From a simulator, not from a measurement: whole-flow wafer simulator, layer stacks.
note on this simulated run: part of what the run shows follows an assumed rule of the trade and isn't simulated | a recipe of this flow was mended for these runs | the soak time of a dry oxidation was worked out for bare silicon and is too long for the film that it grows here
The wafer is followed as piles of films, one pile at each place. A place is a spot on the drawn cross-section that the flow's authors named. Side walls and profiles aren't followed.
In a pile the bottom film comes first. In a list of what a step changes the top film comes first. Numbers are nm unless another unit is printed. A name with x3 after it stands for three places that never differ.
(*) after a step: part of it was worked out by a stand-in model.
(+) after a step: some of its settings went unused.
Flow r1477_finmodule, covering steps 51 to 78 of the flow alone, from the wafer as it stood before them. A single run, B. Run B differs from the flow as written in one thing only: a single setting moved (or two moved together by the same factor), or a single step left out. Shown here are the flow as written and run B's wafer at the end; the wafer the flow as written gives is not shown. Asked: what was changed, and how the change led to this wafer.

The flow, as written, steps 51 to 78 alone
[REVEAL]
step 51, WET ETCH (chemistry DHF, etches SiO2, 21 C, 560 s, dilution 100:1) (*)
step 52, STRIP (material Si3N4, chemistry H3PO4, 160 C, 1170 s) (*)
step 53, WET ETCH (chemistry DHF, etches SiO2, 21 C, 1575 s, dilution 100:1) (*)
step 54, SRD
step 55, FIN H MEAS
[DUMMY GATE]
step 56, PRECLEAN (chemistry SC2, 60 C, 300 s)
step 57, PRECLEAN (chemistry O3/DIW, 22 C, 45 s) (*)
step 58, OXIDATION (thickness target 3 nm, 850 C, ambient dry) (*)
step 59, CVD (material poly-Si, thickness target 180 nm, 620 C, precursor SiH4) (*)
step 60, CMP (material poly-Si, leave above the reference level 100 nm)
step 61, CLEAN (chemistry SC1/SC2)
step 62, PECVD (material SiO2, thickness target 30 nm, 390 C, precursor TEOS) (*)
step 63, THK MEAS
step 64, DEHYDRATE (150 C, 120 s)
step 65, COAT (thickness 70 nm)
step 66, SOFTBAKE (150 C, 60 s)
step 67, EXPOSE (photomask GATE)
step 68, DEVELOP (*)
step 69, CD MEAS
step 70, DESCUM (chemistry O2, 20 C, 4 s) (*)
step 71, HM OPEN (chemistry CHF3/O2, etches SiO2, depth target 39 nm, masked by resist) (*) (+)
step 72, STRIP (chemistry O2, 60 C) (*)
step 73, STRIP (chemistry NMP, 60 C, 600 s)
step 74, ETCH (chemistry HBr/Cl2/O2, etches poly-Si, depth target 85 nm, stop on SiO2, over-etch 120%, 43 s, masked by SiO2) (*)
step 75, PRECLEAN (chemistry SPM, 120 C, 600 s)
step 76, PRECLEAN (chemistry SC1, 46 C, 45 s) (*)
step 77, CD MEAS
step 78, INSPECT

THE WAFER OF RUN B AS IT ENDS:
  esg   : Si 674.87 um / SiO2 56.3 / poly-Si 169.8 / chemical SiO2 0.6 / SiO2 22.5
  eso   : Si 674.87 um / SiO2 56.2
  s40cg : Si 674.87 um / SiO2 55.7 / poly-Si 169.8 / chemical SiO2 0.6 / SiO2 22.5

Cause: step 53, WET ETCH: 2048 s was run, whereas the flow has 1575 s.

Step by step, how the change led to this:
  step 53, WET ETCH (chemistry DHF, etches SiO2, 21 C, 1575 s, dilution 100:1) (*)
      esg, e40sg, e100sg and 17 more: -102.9 SiO2 (in the flow as written it would be: -79.1 SiO2)
      pad, padg: -110.6 SiO2 (in the flow as written it would be: -85.7 SiO2)
  step 59, CVD (material poly-Si, thickness target 180 nm, 620 C, precursor SiH4) (*)
      esg, e40sg, e100sg and 15 more: +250 poly-Si (new film) (in the flow as written it would be: +226.3 poly-Si (new film))
      e200sg, e200so: +250 poly-Si (new film) (in the flow as written it would be: +219.2 poly-Si (new film))
  step 60, CMP (material poly-Si, leave above the reference level 100 nm)
      pad, padg: nothing (in the flow as written it would be: -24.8 poly-Si)
      e200sg, e200so: -80 poly-Si (in the flow as written it would be: -72.9 poly-Si)
  step 74, ETCH (chemistry HBr/Cl2/O2, etches poly-Si, depth target 85 nm, stop on SiO2, over-etch 120%, 43 s, masked by SiO2) (*)
      eso, e40so, e100so and 7 more: -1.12 chemical SiO2 (all of it), -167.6 poly-Si (all of it), -0.1 SiO2 (in the flow as written it would be: -1.12 chemical SiO2 (all of it), -143.9 poly-Si (all of it), -0.22 SiO2)
      pad: -1.12 chemical SiO2 (all of it), -177.6 poly-Si (all of it), -0.05 SiO2 (in the flow as written it would be: -1.12 chemical SiO2 (all of it), -152.8 poly-Si (all of it), -0.17 SiO2)
